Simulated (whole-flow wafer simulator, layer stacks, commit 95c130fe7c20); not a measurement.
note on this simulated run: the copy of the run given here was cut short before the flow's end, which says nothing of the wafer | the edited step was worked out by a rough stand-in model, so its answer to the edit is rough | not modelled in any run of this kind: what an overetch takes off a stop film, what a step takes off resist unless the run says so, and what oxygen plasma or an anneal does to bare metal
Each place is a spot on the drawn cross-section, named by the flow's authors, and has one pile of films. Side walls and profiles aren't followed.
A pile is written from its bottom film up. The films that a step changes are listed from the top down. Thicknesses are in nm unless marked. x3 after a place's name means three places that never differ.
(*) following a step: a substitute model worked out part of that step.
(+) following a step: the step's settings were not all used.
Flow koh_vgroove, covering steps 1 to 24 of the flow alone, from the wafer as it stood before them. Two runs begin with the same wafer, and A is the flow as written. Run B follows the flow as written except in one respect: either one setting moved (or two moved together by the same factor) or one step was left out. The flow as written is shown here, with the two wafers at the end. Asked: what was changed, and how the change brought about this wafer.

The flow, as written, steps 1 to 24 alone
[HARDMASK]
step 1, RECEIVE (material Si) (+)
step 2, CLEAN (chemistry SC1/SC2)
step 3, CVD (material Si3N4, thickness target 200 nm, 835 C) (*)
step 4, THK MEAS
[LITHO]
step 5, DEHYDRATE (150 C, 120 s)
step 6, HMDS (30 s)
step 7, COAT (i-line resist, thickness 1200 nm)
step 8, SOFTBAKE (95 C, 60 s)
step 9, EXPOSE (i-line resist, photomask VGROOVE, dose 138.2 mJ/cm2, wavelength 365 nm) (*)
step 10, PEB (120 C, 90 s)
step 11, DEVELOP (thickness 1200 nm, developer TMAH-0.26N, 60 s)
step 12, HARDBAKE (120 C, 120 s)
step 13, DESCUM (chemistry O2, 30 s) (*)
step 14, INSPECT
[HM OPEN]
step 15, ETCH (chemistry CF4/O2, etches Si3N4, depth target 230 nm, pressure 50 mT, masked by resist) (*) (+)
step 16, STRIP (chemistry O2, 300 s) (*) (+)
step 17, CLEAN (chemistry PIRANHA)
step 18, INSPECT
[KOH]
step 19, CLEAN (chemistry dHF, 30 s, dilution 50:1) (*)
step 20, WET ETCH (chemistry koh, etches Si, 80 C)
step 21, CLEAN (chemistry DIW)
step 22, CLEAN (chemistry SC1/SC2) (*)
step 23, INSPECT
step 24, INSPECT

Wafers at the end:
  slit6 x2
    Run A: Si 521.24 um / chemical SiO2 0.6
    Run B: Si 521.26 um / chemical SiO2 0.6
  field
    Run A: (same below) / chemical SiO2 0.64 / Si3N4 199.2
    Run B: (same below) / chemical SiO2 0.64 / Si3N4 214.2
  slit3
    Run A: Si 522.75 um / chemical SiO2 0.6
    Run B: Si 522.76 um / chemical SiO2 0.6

Cause: step 3, CVD: thickness target 215 nm was run, while the flow as written has thickness target 200 nm.

The path from the change to this, step by step:
  step 3, CVD (material Si3N4, thickness target 200 nm, 835 C) (*)
      field, slit3, slit2, slit6 x2: A Si3N4 gains 200 (new film) | B Si3N4 gains 215 (new film)
  step 15, ETCH (chemistry CF4/O2, etches Si3N4, depth target 230 nm, pressure 50 mT, masked by resist) (*) (+)
      slit3, slit2, slit6 x2: A Si3N4 loses 200 (all of it), chemical SiO2 loses 0.64 (all of it), Si loses 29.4 | B Si3N4 loses 215 (all of it), chemical SiO2 loses 0.64 (all of it), Si loses 14.4
